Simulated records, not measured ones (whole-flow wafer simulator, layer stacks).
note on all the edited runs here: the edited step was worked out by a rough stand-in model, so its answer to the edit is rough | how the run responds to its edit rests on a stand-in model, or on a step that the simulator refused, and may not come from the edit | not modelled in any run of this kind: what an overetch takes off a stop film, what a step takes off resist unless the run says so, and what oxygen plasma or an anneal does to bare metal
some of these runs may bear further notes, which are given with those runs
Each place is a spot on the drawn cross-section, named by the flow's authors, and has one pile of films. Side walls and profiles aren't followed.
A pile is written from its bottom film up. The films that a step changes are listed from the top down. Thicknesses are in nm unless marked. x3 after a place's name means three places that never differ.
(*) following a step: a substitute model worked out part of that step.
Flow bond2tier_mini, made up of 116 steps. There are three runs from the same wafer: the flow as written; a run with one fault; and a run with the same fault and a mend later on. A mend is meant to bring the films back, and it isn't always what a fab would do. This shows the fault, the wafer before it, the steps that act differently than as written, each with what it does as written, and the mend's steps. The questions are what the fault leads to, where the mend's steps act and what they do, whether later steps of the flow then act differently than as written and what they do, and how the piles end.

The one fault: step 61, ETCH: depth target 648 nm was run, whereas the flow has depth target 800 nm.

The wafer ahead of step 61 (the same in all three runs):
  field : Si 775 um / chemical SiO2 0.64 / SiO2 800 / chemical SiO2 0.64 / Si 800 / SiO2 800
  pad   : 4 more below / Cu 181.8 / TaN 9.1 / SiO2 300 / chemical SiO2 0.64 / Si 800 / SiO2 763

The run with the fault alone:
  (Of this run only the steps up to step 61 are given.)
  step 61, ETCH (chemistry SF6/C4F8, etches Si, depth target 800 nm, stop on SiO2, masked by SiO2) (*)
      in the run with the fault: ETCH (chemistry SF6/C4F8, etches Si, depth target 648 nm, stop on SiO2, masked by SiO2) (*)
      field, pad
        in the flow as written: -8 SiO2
        in the run with the fault: -6.48 SiO2
  Once step 61 is done, the piles differ only a little from the flow's at the places that both follow, at most by 2% or 0.5 nm, whichever is larger.

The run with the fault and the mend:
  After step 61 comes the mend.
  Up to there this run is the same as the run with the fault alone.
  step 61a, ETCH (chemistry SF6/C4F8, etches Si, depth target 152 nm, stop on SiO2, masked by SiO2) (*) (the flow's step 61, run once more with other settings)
      field, pad
        -1.52 SiO2
  Later steps of the flow that are run all act as written at every place that is followed.
  By the end, the piles equal the flow's at every place that both follow.
